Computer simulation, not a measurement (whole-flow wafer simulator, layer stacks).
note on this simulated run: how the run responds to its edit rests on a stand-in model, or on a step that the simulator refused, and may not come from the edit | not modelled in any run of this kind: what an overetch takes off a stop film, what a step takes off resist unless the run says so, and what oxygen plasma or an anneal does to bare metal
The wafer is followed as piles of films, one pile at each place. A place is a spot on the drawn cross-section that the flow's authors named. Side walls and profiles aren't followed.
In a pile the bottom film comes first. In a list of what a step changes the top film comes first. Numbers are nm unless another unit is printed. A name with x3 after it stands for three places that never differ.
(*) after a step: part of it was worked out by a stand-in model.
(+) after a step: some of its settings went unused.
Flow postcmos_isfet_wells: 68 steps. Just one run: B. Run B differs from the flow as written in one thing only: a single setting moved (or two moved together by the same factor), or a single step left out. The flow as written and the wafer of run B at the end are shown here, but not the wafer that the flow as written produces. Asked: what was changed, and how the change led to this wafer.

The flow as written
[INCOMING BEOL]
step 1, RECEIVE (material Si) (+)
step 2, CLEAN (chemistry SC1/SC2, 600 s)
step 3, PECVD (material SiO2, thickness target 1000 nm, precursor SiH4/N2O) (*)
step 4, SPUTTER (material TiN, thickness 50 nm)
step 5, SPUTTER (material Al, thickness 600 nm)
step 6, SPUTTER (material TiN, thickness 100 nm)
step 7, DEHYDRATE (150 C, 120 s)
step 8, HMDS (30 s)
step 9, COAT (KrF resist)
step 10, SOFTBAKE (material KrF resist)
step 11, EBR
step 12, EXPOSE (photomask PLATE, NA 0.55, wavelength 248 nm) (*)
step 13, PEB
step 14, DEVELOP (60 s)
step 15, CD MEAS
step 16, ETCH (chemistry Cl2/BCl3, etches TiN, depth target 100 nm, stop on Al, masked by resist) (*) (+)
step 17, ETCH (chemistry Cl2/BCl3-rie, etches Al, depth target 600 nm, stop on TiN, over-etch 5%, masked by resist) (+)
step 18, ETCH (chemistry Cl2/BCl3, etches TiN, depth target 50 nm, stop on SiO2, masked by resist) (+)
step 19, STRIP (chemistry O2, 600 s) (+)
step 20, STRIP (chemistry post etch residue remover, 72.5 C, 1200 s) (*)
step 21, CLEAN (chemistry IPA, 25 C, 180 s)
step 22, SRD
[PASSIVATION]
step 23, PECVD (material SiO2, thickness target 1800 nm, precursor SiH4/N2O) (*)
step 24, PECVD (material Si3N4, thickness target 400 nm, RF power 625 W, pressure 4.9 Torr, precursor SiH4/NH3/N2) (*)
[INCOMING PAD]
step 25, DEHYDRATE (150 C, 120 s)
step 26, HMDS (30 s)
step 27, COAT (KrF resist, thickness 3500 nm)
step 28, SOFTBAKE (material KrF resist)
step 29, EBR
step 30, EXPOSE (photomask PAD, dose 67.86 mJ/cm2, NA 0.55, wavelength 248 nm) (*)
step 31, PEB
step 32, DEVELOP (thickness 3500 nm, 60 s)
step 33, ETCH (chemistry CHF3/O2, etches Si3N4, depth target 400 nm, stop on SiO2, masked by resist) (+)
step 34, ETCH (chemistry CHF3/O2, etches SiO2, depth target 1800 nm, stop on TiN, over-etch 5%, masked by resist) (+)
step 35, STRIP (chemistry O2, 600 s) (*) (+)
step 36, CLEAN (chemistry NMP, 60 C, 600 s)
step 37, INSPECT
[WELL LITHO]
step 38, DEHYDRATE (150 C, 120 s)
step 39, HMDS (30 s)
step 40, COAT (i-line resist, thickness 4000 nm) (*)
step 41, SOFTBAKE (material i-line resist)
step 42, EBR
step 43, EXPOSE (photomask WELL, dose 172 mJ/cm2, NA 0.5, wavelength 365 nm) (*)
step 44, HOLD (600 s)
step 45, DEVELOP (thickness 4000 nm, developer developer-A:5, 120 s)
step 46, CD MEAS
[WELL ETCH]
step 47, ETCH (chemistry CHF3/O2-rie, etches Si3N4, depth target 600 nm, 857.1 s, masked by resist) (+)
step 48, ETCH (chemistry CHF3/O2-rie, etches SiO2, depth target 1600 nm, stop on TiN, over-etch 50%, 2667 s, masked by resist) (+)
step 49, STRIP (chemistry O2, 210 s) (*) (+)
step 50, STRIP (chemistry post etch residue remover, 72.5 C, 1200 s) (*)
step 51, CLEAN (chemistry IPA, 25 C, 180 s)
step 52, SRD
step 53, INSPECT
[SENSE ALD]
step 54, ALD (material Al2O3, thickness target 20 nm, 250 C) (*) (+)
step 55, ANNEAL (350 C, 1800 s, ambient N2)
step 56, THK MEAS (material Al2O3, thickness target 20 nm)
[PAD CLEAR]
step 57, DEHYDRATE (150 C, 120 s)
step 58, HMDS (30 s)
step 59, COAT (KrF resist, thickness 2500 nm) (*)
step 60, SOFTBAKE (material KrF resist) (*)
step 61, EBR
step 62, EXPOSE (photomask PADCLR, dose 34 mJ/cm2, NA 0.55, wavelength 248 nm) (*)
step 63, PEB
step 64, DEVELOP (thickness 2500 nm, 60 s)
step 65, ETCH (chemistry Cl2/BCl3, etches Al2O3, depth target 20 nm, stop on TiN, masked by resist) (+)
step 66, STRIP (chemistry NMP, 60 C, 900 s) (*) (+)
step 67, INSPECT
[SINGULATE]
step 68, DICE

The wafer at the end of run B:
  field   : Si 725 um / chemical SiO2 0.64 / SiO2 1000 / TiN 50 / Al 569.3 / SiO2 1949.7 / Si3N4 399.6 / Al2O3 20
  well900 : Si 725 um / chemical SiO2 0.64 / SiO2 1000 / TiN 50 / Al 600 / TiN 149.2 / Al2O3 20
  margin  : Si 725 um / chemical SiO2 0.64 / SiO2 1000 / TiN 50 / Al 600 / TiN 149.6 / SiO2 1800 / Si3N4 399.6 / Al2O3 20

Cause: step 6, SPUTTER: thickness 150 nm was run, while the flow as written has thickness 100 nm; step 18, ETCH: depth target 75 nm was run, where the flow has depth target 50 nm.

Step by step, how the change led to this:
  step 6, SPUTTER (material TiN, thickness 100 nm)
      field, margin, well900 and 6 more: TiN gains 150 (new film) (in the flow as written it would be: TiN gains 100 (new film))
  step 16, ETCH (chemistry Cl2/BCl3, etches TiN, depth target 100 nm, stop on Al, masked by resist) (*) (+)
      field: TiN loses 100 (in the flow as written it would be: TiN loses 100 (all of it))
  step 17, ETCH (chemistry Cl2/BCl3-rie, etches Al, depth target 600 nm, stop on TiN, over-etch 5%, masked by resist) (+)
      field: nothing (in the flow as written it would be: Al loses 600 (all of it))
  step 18, ETCH (chemistry Cl2/BCl3, etches TiN, depth target 50 nm, stop on SiO2, masked by resist) (+)
      field: TiN loses 50 (all of it), Al loses 25 (in the flow as written it would be: TiN loses 50 (all of it))
      margin, well900, well1300, well2000, well3000, pad_rim, pad_clr, pad_open: KrF resist loses 30 (in the flow as written it would be: KrF resist loses 20)
  step 20, STRIP (chemistry post etch residue remover, 72.5 C, 1200 s) (*)
      field: Al loses 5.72 (in the flow as written it would be: nothing)
  step 23, PECVD (material SiO2, thickness target 1800 nm, precursor SiH4/N2O) (*)
      field: SiO2 gains 1949.7 (new film) (in the flow as written it would be: SiO2 gains 1800 (new film), void gains 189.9 (new film), SiO2 gains 559.7)
Taking metal films that touch as one body, field has 1 body; the flow as written gives 0 bodies.
